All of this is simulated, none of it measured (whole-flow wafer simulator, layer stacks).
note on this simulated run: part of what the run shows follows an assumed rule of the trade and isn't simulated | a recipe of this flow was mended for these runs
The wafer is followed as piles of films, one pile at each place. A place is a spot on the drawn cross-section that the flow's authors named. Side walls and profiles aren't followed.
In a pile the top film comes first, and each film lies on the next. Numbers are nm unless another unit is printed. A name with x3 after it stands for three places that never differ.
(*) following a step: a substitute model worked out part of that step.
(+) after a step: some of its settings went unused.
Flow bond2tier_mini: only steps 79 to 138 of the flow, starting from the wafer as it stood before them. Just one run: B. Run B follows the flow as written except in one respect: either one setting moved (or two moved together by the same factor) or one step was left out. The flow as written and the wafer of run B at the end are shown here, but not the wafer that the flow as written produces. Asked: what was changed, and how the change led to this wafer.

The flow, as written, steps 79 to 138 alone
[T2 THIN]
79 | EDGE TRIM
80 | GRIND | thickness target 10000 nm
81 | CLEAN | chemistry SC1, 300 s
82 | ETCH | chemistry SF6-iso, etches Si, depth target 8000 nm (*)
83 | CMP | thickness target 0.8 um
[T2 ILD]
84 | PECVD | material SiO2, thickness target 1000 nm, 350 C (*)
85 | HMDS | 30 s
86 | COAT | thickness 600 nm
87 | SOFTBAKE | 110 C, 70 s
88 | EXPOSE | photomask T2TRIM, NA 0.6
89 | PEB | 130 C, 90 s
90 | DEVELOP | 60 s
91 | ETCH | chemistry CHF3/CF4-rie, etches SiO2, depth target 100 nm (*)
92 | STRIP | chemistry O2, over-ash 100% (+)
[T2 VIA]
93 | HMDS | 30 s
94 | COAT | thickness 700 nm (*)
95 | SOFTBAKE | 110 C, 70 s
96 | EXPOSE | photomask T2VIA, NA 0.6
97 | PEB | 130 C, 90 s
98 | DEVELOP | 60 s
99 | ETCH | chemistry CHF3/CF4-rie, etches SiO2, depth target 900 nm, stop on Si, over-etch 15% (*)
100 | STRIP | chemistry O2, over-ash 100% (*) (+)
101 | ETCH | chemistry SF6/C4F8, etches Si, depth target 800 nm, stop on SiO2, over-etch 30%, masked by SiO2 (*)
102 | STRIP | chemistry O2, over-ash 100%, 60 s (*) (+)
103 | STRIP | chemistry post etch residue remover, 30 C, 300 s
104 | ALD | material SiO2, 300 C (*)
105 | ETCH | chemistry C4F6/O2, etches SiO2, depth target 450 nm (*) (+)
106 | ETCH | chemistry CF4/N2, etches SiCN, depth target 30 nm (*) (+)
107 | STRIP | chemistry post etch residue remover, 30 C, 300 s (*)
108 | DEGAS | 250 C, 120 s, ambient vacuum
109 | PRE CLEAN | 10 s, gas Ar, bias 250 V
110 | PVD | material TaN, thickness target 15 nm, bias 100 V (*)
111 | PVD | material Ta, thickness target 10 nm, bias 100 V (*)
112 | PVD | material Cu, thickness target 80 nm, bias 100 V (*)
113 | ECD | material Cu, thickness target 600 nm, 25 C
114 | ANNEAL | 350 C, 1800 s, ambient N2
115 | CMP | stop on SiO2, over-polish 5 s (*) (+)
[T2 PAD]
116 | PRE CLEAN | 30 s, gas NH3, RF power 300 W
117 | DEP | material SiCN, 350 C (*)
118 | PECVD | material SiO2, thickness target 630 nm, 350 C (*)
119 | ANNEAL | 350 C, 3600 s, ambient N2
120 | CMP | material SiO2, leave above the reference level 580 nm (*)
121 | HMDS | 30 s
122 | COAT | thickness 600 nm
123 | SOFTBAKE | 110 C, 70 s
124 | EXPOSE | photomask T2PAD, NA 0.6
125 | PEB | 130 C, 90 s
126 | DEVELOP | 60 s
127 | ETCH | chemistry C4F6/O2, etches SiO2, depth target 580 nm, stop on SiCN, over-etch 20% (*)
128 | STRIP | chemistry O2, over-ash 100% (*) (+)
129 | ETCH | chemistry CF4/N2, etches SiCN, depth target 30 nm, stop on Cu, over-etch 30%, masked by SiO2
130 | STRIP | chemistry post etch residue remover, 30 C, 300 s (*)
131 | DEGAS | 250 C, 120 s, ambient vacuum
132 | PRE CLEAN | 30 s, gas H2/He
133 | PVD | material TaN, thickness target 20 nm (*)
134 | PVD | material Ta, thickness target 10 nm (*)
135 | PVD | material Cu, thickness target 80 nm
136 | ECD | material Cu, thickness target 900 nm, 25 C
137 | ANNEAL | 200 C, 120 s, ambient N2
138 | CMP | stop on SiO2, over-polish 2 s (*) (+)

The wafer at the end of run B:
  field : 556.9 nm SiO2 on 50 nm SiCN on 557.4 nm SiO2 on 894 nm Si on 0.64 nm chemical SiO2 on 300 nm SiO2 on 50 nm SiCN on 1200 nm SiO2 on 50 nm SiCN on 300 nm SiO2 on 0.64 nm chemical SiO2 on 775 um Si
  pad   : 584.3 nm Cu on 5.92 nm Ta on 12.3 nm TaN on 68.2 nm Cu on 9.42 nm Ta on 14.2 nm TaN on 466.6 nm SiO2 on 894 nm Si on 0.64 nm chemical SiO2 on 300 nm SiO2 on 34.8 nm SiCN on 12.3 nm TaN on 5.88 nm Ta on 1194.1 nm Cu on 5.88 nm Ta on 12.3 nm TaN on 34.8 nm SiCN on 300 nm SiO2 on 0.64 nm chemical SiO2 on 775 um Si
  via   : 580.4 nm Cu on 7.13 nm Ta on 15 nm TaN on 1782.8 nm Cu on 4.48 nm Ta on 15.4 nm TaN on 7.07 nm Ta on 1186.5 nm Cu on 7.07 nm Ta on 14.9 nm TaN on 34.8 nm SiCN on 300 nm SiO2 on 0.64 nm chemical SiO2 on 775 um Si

Cause: step 83, CMP: thickness target 0.894 um was run, whereas the flow has thickness target 0.8 um.

Step by step, how the change led to this:
  83 | CMP | thickness target 0.8 um
      field, pad, via: -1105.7 Si (in the flow as written it would be: -1199.7 Si)
  101 | ETCH | chemistry SF6/C4F8, etches Si, depth target 800 nm, stop on SiO2, over-etch 30%, masked by SiO2 (*)
      via: -882.8 Si (all of it), -0.64 chemical SiO2 (all of it), -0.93 SiO2 (in the flow as written it would be: -788.8 Si (all of it), -0.64 chemical SiO2 (all of it), -1.87 SiO2)
  112 | PVD | material Cu, thickness target 80 nm, bias 100 V (*)
      via: +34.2 Cu (new film) (in the flow as written it would be: +35 Cu (new film))
  113 | ECD | material Cu, thickness target 600 nm, 25 C
      via: +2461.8 Cu (in the flow as written it would be: +2367 Cu)
